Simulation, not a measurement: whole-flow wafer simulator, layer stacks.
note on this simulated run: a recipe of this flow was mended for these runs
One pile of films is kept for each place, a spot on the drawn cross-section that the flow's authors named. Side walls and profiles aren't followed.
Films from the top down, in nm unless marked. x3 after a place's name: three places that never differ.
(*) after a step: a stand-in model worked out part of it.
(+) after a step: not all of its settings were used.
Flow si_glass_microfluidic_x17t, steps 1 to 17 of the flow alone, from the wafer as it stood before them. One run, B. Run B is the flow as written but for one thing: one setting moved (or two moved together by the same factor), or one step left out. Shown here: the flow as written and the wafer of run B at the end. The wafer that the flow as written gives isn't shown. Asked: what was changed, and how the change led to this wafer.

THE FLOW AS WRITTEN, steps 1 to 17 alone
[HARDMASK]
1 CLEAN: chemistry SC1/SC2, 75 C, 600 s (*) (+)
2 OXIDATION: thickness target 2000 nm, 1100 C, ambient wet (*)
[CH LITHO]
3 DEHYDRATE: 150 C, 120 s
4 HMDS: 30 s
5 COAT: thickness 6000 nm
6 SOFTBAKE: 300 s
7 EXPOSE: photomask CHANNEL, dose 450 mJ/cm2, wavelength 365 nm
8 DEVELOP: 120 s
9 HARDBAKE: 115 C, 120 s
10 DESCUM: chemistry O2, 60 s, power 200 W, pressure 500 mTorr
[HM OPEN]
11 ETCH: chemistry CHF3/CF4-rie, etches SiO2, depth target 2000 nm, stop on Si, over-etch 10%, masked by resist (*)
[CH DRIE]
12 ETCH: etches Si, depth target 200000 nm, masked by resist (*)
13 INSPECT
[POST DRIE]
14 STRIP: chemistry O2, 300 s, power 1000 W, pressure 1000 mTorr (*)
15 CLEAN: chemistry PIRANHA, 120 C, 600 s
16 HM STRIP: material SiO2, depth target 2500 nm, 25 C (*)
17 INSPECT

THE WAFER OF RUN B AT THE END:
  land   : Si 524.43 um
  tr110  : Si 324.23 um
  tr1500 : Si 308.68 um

The cause: step 2, OXIDATION: thickness target 1280 nm was run, where the flow has thickness target 2000 nm.

How the change led to this, step by step:
  2 OXIDATION: thickness target 2000 nm, 1100 C, ambient wet (*)
      land, tr110, tr1500, tr15: SiO2 +1280 (new film), chemical SiO2 -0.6 (all of it), Si -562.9 (as written it would be: SiO2 +2000 (new film), chemical SiO2 -0.6 (all of it), Si -879.7)
  11 ETCH: chemistry CHF3/CF4-rie, etches SiO2, depth target 2000 nm, stop on Si, over-etch 10%, masked by resist (*)
      tr110, tr1500, tr15: SiO2 -1280 (all of it), Si -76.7 (as written it would be: SiO2 -2000 (all of it), Si -16.7)
      land: thick-i-line-resist -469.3 (as written it would be: thick-i-line-resist -733.3)
  12 ETCH: etches Si, depth target 200000 nm, masked by resist (*)
      tr1500: Si -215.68 um (as written it would be: Si -215.73 um)
      tr15: Si -150.13 um (as written it would be: Si -149.99 um)
  14 STRIP: chemistry O2, 300 s, power 1000 W, pressure 1000 mTorr (*)
      land: thick-i-line-resist -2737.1 (all of it) (as written it would be: thick-i-line-resist -2472.3 (all of it))
  16 HM STRIP: material SiO2, depth target 2500 nm, 25 C (*)
      land: SiO2 -1280 (all of it) (as written it would be: SiO2 -2000 (all of it))
